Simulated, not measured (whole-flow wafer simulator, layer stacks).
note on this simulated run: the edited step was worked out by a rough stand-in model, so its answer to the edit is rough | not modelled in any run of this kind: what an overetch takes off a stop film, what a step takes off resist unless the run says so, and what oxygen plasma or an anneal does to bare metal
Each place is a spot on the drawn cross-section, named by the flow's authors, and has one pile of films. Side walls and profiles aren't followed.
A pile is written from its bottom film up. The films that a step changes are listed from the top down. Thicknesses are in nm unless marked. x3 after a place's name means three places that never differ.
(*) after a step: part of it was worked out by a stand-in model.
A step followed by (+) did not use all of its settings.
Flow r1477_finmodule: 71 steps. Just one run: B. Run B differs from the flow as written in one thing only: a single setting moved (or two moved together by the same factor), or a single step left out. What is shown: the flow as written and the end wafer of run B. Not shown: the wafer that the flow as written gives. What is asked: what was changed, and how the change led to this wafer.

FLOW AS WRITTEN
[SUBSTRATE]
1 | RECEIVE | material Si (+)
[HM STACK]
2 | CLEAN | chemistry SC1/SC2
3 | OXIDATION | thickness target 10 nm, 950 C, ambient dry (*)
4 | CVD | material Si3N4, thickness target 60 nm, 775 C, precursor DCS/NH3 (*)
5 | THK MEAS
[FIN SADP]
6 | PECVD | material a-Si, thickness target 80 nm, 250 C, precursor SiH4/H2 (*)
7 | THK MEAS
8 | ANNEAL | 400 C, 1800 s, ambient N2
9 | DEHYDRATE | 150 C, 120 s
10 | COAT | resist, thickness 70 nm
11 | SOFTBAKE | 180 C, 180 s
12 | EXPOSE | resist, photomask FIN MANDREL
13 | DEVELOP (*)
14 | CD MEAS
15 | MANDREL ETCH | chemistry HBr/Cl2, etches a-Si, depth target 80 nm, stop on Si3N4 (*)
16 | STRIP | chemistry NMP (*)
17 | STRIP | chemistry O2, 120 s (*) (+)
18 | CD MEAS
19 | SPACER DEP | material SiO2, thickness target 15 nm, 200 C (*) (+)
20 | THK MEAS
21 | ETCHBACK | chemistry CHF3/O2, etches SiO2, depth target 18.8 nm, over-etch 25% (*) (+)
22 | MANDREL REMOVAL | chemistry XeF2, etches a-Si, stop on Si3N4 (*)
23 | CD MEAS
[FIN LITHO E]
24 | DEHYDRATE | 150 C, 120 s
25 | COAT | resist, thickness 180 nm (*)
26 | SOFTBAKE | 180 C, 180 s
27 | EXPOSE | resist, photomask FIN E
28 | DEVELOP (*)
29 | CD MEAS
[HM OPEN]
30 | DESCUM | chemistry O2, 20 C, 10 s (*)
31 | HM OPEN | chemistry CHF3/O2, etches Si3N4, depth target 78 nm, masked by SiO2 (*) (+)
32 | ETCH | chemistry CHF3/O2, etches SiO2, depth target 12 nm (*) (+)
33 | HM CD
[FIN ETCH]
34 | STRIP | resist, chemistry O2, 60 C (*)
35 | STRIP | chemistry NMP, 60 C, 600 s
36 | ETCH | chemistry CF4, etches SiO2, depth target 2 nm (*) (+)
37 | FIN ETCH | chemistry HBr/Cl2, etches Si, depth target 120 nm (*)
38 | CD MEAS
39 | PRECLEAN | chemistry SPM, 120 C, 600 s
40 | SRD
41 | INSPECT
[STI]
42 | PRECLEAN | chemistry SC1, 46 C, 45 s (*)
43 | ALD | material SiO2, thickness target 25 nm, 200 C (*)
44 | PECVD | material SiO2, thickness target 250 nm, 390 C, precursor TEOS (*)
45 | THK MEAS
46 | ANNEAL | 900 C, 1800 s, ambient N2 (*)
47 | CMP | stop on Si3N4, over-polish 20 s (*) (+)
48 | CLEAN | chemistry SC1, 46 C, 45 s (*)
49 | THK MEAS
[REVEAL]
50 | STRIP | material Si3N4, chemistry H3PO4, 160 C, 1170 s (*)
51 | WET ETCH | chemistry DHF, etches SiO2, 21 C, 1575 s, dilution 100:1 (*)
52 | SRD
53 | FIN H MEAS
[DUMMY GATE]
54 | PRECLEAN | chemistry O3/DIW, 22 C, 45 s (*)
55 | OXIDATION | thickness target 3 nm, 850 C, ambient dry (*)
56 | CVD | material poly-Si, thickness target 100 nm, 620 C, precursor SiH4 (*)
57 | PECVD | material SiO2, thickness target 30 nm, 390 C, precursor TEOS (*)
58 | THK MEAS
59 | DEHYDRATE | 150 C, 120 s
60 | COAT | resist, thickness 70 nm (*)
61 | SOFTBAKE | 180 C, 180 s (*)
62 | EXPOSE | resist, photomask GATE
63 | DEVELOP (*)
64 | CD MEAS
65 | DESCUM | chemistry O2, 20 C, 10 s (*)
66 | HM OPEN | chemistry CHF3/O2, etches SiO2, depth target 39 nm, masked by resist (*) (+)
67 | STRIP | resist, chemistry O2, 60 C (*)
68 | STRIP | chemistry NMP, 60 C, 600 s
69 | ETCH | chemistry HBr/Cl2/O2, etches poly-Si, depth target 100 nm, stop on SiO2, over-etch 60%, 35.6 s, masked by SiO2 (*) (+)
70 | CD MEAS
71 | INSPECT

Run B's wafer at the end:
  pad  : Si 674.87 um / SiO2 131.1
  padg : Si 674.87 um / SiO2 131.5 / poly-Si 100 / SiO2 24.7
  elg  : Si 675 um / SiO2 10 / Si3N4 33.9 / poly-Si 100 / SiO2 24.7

The reason: step 51, WET ETCH: 1055 s was run, though the flow has 1575 s.

Step by step, how the change led to this:
  51 | WET ETCH | chemistry DHF, etches SiO2, 21 C, 1575 s, dilution 100:1 (*)
      pad, padg, e40sg and 12 more: -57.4 SiO2 (it would be, as written: -85.7 SiO2)
      elg, e40lg, e100lg, e200lg, elo, e40lo, e100lo, e200lo: -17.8 SiO2 (all of it), -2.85 Si3N4 (it would be, as written: -17.8 SiO2 (all of it), -4.97 Si3N4)
      (and at 7 other places as well)
  56 | CVD | material poly-Si, thickness target 100 nm, 620 C, precursor SiH4 (*)
      s40sg_line, s45sg_line, s50sg_line, s40so_line, s45so_line, s50so_line: +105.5 poly-Si (new film) (it would be, as written: +100 poly-Si (new film))
      s40cg, s40co: +100 poly-Si (new film) (it would be, as written: +113.9 poly-Si (new film))
      (and at 5 other places as well)
  60 | COAT | resist, thickness 70 nm (*)
      e40sg, eso, e40so: +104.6 resist (new film) (it would be, as written: +129.5 resist (new film))
      e100sg, e100so: +104.6 resist (new film) (it would be, as written: +129.4 resist (new film))
      (and at 20 other places as well)
  63 | DEVELOP (*)
      eso, e40so: -104.6 resist (all of it) (it would be, as written: -129.5 resist (all of it))
      e100so: -104.6 resist (all of it) (it would be, as written: -129.4 resist (all of it))
      (and at 10 other places as well)
  67 | STRIP | resist, chemistry O2, 60 C (*)
      e40lg, e100lg, e200lg: -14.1 resist (all of it) (it would be, as written: -12.8 resist (all of it))
      e40sg: -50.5 resist (all of it) (it would be, as written: -75.4 resist (all of it))
      (and at 11 other places as well)
  69 | ETCH | chemistry HBr/Cl2/O2, etches poly-Si, depth target 100 nm, stop on SiO2, over-etch 60%, 35.6 s, masked by SiO2 (*) (+)
      s40so_line, s45so_line, s50so_line: -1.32 chemical SiO2 (all of it), -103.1 poly-Si (all of it), -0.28 SiO2 (it would be, as written: -1.46 chemical SiO2 (all of it), -97.6 poly-Si (all of it), -0.42 SiO2)
      s40co: -1.32 chemical SiO2 (all of it), -97.6 poly-Si (all of it), -0.42 SiO2 (it would be, as written: -1.46 chemical SiO2 (all of it), -111.5 poly-Si (all of it), -0.24 SiO2)
      (and at 2 other places as well)
